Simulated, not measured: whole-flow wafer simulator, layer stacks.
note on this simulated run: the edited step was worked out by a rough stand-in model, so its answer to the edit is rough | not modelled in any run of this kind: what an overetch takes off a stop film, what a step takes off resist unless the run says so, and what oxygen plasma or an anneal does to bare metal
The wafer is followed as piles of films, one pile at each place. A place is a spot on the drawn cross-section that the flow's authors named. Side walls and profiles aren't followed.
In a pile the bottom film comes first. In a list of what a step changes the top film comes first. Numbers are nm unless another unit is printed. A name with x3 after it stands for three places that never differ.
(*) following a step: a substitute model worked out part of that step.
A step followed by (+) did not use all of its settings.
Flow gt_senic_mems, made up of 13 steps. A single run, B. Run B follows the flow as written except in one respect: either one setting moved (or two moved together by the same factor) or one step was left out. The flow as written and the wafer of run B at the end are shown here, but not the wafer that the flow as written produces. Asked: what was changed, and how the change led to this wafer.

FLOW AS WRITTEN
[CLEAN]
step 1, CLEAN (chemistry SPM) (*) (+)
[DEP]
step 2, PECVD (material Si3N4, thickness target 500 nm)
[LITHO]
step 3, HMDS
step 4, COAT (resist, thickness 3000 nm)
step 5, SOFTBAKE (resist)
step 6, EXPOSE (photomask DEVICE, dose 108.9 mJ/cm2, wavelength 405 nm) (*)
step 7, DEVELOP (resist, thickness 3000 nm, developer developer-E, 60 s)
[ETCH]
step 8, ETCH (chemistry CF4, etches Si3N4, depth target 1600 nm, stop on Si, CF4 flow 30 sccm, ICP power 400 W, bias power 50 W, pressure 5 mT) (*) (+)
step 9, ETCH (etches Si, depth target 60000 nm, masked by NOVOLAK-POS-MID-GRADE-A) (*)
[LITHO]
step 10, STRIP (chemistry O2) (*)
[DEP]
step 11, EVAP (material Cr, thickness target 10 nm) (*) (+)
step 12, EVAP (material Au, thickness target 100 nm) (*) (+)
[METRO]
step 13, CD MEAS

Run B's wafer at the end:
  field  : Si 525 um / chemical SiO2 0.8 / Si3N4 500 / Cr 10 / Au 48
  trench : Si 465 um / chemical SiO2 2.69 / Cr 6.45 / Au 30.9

The reason: step 12, EVAP: thickness target 48 nm was run, while the flow as written has thickness target 100 nm.
One can read it off the wafer: field has Au 48, and step 12 as written asks for 100 nm.

Step by step, how the change led to this:
  step 12, EVAP (material Au, thickness target 100 nm) (*) (+)
      field: Au gains 48 (new film) (it would be, as written: Au gains 100 (new film))
      trench: Au gains 30.9 (new film) (it would be, as written: Au gains 64.1 (new film))
